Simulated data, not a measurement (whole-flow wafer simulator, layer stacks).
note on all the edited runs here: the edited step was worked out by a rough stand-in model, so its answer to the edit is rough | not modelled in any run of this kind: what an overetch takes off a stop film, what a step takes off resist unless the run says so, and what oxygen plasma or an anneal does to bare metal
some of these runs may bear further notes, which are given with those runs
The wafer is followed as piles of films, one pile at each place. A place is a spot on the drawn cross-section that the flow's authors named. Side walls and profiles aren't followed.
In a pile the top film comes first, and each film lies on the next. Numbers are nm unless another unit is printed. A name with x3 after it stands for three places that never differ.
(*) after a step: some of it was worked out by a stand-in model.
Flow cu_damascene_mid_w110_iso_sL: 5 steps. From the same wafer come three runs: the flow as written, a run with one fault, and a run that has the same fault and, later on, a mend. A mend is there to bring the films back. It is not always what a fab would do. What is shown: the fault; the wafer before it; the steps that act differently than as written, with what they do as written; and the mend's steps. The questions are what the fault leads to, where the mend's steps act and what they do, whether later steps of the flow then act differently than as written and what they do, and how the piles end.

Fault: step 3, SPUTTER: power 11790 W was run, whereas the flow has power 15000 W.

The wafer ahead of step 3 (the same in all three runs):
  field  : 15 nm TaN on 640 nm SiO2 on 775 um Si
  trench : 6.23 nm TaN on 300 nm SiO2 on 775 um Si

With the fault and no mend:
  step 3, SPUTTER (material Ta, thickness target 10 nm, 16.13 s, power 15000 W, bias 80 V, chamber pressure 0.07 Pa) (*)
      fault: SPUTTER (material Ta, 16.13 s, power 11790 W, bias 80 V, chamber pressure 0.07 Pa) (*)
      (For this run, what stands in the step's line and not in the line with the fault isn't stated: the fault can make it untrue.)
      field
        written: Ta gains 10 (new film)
        fault: Ta gains 7.86 (new film)
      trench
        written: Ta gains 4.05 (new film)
        fault: Ta gains 3.04 (new film)
  Later steps of the flow that are run all act as written at every place that is followed, up to a difference of at most 2% or 0.5 nm, whichever is larger.
  By the end, the piles at field, trench depart from the flow's by more than 2% or 0.5 nm, whichever is larger.
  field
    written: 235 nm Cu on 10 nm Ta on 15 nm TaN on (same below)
    fault: 235 nm Cu on 7.86 nm Ta on 15 nm TaN on (same below)
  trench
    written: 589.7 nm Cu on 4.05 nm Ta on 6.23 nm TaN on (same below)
    fault: 588.6 nm Cu on 3.04 nm Ta on 6.23 nm TaN on (same below)

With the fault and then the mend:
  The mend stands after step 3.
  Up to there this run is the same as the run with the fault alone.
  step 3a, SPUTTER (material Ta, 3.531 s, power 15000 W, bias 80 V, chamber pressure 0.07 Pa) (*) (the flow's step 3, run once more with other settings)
      field
        Ta gains 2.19
      trench
        Ta gains 0.86
  Later steps of the flow that are run all act as written at every place that is followed, up to a difference of at most 2% or 0.5 nm, whichever is larger.
  The piles end only slightly different from the flow's at the places that both follow, by no more than 2% or 0.5 nm, whichever is larger.
